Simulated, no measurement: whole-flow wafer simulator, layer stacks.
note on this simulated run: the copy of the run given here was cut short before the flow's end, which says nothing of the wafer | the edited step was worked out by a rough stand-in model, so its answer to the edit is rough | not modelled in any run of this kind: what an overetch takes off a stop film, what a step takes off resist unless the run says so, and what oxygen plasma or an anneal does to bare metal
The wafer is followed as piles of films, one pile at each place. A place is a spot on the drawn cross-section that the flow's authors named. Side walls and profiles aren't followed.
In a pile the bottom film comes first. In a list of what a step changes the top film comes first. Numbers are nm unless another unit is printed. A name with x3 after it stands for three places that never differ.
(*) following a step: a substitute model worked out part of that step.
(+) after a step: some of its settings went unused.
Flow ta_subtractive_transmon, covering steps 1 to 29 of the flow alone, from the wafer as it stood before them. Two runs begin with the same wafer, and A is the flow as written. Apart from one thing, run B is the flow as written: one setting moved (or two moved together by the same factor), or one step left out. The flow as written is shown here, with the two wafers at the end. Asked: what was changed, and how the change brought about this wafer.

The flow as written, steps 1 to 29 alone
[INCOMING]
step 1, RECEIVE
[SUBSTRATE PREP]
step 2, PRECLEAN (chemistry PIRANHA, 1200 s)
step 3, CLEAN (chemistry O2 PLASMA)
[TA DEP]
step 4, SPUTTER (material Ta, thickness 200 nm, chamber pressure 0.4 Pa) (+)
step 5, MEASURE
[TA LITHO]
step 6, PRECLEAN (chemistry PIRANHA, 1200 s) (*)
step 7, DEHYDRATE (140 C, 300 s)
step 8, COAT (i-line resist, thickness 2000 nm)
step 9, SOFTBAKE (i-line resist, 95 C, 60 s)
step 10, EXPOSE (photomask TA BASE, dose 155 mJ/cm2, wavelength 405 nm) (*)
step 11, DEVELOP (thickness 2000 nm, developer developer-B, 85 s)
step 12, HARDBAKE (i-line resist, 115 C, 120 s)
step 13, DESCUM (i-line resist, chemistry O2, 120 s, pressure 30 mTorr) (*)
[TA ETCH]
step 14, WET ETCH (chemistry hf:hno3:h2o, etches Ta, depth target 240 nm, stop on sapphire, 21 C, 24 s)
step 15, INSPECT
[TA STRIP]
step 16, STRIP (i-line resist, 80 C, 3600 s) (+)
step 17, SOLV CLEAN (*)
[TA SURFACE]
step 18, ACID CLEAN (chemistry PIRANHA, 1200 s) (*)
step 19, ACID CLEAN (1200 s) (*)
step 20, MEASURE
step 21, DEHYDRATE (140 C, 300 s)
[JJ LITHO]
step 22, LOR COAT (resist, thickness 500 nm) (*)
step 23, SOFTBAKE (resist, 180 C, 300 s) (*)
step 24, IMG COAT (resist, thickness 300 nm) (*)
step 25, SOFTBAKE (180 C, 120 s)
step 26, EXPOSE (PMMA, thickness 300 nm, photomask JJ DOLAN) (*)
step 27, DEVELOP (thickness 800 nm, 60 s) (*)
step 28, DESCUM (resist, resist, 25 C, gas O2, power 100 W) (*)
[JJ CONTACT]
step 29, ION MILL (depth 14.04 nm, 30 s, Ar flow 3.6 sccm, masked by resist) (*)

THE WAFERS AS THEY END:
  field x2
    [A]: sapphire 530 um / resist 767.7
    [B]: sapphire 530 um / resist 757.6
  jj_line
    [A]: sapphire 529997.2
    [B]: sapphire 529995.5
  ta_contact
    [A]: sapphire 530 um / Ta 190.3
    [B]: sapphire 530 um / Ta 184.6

What caused this: step 29, ION MILL: depth 22.46 nm was run, while the flow as written has depth 14.04 nm; step 29, ION MILL: 48 s was run, where the flow has 30 s.

Step by step, how the change led to this:
  step 29, ION MILL (depth 14.04 nm, 30 s, Ar flow 3.6 sccm, masked by resist) (*)
      field x2, ta_pad: A resist loses 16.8 | B resist loses 26.9
      jj_line, lead: A sapphire loses 2.8 | B sapphire loses 4.48
      (also at 1 further place)
